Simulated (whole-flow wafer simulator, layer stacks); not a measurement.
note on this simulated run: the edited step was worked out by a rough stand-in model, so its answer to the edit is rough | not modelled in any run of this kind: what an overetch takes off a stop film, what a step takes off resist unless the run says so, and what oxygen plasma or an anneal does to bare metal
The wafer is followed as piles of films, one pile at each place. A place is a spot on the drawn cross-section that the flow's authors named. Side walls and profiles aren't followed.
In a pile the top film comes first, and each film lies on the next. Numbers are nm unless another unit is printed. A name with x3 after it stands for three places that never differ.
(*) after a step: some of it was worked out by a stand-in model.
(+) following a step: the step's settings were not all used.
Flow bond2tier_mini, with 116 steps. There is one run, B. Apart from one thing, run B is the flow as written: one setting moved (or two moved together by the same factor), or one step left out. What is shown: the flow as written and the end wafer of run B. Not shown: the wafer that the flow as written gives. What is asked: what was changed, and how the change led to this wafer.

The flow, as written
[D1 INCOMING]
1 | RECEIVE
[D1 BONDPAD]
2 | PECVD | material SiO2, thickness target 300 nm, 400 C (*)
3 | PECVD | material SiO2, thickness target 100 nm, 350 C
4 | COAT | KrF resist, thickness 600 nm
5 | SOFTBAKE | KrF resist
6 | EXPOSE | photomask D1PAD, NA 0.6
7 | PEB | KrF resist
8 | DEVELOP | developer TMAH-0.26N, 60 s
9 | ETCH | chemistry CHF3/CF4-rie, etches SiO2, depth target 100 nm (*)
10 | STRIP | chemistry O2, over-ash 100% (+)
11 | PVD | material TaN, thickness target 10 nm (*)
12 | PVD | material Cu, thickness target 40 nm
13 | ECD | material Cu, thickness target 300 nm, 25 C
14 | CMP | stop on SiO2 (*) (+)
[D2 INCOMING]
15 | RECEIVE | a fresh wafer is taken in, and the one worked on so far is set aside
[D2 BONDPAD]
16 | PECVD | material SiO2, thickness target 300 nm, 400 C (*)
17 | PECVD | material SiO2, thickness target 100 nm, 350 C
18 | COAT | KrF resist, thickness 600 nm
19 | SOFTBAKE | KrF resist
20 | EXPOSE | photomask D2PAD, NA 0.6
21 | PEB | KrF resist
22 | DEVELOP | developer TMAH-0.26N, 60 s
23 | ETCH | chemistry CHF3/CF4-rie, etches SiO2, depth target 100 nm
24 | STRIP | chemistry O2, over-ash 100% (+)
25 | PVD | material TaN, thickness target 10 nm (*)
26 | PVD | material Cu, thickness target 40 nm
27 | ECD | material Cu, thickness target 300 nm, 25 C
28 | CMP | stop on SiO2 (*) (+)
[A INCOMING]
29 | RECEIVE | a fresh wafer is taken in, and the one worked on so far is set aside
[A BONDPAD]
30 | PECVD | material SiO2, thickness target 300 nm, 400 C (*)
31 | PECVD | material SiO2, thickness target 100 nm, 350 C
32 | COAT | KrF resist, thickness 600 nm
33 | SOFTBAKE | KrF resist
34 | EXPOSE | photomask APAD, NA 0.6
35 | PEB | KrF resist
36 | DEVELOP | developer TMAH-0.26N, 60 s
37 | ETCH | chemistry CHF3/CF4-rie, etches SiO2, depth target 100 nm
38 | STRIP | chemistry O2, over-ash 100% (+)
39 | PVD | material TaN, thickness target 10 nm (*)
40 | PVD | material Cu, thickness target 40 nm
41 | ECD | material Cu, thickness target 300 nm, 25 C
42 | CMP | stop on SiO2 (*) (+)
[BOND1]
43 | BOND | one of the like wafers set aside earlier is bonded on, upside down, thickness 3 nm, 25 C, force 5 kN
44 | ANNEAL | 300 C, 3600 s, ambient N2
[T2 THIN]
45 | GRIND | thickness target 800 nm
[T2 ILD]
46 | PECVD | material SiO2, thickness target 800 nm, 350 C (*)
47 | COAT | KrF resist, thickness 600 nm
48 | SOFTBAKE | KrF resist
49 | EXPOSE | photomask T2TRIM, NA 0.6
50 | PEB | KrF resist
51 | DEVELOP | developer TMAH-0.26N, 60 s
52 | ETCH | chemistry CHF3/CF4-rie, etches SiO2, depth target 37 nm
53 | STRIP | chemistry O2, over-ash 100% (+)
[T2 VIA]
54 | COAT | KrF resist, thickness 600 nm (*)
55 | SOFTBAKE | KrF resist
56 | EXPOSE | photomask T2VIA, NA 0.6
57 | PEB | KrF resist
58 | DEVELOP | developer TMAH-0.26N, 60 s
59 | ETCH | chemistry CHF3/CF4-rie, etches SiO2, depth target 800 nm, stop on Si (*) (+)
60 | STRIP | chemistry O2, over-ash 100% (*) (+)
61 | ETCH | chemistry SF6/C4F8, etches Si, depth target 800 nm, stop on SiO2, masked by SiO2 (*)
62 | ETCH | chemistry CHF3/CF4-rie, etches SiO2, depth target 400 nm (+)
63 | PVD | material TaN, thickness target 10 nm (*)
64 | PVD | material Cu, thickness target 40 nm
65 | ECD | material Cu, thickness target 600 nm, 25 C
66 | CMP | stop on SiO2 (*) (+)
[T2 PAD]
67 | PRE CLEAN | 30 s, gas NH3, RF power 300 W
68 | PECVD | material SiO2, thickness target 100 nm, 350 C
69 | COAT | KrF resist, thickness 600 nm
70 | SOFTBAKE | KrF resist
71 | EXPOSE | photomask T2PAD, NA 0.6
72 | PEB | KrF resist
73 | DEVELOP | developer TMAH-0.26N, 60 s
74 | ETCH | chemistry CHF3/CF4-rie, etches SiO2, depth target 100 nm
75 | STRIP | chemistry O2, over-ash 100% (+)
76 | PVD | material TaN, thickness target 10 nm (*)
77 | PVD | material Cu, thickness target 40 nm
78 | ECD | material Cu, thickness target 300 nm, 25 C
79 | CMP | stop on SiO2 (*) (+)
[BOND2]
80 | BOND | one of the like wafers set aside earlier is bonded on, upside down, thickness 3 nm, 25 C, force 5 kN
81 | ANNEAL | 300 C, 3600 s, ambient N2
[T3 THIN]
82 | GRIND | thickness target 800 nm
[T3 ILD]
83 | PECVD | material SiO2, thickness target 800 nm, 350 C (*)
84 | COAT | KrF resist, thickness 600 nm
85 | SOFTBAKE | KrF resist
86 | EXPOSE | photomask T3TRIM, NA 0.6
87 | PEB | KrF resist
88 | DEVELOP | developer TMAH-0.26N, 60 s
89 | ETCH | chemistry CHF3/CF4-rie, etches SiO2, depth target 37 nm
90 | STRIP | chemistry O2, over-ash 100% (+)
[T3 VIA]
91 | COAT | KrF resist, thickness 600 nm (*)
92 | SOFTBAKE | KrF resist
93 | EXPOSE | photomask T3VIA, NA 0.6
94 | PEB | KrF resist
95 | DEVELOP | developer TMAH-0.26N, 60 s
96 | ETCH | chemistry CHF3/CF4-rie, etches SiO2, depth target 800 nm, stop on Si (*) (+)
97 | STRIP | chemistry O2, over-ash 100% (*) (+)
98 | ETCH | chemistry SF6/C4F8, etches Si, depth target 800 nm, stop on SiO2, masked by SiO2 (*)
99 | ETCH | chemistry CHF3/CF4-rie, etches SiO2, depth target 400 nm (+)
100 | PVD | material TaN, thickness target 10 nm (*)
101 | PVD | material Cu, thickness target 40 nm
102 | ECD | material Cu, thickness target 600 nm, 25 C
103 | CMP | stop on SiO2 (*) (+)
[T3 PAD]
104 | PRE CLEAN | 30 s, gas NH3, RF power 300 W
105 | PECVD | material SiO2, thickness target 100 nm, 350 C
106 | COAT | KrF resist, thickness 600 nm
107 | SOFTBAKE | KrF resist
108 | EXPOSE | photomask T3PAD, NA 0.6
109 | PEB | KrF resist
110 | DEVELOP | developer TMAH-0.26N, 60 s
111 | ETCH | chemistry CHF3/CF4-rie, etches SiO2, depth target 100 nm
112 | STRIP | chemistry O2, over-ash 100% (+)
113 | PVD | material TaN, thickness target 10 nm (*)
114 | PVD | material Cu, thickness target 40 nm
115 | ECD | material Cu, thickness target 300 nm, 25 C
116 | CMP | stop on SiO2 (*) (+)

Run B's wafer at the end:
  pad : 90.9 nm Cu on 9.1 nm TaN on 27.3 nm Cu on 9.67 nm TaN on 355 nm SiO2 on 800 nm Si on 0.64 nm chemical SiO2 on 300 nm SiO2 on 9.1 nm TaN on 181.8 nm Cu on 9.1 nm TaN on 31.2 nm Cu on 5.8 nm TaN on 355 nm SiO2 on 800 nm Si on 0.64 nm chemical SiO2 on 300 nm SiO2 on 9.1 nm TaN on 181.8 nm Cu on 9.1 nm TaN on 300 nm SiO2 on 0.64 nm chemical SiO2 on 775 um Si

Cause: step 63, PVD: thickness target 6 nm was run, though the flow has thickness target 10 nm.

Step by step, how the change led to this:
  63 | PVD | material TaN, thickness target 10 nm (*)
      field: TaN gains 6 (new film) (in the flow as written it would be: TaN gains 10 (new film))
      pad: TaN gains 5.8 (new film) (in the flow as written it would be: TaN gains 9.67 (new film))
  66 | CMP | stop on SiO2 (*) (+)
      field: Cu loses 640 (all of it), TaN loses 6 (all of it) (in the flow as written it would be: Cu loses 640 (all of it), TaN loses 10 (all of it))
